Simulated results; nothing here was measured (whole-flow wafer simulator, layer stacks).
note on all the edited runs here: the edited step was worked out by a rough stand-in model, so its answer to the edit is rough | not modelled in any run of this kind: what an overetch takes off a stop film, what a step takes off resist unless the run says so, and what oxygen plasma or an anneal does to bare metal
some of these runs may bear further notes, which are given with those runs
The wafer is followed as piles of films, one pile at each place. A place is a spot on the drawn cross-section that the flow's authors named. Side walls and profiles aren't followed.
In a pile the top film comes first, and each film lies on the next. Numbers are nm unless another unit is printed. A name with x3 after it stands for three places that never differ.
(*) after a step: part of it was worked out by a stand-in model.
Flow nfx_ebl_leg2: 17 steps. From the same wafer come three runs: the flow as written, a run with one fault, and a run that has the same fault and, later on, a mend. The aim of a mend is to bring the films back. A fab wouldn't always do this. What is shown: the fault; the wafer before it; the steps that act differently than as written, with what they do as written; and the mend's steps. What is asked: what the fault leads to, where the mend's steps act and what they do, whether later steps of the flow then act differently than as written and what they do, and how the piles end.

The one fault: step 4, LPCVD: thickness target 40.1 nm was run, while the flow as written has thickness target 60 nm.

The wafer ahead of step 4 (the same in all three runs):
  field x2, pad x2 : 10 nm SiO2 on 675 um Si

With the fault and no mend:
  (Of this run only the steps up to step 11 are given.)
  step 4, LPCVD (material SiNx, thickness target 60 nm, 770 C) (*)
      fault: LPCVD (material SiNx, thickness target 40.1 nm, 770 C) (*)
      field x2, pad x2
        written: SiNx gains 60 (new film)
        fault: SiNx gains 40.1 (new film)
  Later steps of the flow up to step 11 that are run all act as written at every place that is followed.
  After step 11, at field x2, pad x2, the piles differ from the flow's by more than 2% or 0.5 nm, whichever is larger.
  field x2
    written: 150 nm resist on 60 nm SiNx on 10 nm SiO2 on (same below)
    fault: 150 nm resist on 40.1 nm SiNx on 10 nm SiO2 on (same below)
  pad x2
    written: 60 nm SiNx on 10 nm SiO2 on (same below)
    fault: 40.1 nm SiNx on 10 nm SiO2 on (same below)

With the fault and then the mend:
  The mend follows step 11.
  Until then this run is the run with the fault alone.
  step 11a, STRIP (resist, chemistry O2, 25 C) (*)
      field x2
        resist loses 150 (all of it)
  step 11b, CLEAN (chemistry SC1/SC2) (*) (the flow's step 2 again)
      alters no film at any place that is followed
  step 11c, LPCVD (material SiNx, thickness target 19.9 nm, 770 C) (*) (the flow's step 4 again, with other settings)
      field x2, pad x2
        SiNx gains 19.9
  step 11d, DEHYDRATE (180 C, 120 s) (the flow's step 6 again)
      alters no film at any place that is followed
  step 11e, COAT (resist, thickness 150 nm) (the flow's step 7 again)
      field x2, pad x2
        resist gains 150 (new film)
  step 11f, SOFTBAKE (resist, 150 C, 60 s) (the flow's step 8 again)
      alters no film at any place that is followed
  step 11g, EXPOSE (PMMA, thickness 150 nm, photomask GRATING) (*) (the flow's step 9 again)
      alters no film at any place that is followed
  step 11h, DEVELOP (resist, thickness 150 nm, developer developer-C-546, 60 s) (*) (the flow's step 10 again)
      pad x2
        resist loses 150 (all of it)
  Later steps of the flow that are run all act as written at every place that is followed.
  At every place that both follow, the piles at the end match the flow's.
